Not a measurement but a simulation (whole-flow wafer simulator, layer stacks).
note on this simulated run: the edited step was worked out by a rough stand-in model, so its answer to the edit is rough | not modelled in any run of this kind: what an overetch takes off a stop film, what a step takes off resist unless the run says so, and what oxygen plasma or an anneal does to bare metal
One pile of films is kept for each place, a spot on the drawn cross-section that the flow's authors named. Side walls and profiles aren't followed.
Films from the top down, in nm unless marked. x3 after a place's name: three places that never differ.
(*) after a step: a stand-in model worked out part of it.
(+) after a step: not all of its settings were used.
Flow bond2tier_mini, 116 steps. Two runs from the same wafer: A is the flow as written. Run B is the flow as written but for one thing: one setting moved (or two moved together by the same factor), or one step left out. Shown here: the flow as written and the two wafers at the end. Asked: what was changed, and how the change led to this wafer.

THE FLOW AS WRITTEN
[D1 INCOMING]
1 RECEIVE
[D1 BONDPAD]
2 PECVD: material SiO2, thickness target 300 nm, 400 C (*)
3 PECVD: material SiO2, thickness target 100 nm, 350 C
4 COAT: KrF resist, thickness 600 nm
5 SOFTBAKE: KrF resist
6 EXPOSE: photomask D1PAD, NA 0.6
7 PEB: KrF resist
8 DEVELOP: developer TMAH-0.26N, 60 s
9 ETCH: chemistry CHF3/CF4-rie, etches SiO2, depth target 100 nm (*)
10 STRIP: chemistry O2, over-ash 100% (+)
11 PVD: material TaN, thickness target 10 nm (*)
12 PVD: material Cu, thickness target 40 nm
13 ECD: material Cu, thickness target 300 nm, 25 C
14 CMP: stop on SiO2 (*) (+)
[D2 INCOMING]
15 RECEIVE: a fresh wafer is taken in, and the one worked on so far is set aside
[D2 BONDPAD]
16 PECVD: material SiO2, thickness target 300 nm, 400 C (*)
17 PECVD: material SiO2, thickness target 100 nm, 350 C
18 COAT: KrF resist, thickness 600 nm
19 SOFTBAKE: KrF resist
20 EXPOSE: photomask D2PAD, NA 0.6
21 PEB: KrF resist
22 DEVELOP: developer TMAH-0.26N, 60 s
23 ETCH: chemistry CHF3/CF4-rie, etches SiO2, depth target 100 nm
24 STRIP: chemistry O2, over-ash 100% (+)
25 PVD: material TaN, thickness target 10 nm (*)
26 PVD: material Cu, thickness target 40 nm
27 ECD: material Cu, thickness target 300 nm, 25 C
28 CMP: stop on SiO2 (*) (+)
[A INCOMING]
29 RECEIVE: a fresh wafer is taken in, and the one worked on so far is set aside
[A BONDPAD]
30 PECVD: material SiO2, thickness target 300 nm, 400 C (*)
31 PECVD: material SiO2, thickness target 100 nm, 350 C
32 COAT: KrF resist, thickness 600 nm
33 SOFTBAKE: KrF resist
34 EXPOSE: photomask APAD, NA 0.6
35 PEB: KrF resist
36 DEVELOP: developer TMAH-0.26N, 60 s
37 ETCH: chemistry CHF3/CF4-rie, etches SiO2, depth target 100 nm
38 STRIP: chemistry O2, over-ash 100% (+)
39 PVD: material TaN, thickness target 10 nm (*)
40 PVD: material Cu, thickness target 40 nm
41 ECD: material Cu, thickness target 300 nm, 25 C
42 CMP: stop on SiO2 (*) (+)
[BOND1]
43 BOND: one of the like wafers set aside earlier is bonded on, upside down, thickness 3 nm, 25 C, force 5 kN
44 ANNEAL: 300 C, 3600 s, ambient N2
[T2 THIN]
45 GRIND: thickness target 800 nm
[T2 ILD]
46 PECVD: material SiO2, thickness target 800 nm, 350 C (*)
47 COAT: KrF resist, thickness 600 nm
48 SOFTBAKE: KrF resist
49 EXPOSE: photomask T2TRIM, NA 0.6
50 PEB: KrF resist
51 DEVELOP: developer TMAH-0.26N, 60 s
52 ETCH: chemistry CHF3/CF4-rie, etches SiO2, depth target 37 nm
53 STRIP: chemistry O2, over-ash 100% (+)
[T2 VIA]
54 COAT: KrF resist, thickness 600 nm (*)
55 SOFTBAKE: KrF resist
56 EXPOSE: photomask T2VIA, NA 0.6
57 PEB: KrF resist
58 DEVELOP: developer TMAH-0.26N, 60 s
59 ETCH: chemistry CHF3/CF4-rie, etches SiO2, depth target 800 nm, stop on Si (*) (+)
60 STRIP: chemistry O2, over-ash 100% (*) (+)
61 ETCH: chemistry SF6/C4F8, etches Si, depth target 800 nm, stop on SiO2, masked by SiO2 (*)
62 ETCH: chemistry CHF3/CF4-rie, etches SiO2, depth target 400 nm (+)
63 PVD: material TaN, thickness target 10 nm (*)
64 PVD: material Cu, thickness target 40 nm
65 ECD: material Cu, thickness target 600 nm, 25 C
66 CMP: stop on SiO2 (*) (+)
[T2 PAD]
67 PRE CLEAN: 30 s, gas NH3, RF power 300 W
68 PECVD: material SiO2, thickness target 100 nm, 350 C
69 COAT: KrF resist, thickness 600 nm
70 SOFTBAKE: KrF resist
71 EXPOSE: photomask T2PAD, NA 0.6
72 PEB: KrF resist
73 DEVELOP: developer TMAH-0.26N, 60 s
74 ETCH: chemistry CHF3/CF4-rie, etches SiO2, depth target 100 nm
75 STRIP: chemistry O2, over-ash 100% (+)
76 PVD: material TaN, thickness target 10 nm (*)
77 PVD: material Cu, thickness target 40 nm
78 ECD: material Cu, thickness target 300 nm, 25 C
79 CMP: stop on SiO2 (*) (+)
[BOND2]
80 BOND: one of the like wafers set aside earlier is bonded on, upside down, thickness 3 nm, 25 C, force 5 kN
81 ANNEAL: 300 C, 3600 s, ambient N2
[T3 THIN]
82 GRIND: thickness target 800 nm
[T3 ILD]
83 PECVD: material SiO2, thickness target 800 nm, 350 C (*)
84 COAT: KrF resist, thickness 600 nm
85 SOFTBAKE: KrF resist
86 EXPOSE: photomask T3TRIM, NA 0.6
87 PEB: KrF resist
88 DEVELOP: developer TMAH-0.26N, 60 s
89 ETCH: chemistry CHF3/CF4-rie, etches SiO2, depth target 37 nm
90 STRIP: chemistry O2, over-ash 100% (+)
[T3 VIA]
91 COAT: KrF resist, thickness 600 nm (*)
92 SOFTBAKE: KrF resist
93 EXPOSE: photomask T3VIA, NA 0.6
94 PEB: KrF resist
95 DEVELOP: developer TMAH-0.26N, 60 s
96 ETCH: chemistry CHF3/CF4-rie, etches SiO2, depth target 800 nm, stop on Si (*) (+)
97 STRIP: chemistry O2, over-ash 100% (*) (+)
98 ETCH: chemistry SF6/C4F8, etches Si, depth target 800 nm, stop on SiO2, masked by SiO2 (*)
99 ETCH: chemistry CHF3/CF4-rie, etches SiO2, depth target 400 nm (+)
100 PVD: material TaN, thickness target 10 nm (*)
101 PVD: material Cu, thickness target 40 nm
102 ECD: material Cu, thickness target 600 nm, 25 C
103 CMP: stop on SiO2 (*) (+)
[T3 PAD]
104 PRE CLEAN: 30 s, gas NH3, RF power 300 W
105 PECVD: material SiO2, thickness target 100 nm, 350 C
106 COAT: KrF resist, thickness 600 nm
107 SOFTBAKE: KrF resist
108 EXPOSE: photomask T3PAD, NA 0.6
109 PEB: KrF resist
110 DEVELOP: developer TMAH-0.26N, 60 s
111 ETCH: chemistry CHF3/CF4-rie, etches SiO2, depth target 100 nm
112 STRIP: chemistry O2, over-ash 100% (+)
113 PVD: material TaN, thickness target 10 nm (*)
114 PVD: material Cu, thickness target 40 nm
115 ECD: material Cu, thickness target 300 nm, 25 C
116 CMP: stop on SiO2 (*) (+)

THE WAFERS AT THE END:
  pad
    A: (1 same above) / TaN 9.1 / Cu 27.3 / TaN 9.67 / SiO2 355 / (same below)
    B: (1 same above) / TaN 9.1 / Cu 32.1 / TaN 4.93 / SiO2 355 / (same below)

The cause: step 100, PVD: thickness target 5.1 nm was run, where the flow has thickness target 10 nm.

How the change led to this, step by step:
  100 PVD: material TaN, thickness target 10 nm (*)
      field: A TaN +10 (new film) | B TaN +5.1 (new film)
      pad: A TaN +9.67 (new film) | B TaN +4.93 (new film)
  103 CMP: stop on SiO2 (*) (+)
      field: A Cu -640 (all of it), TaN -10 (all of it) | B Cu -640 (all of it), TaN -5.1 (all of it)
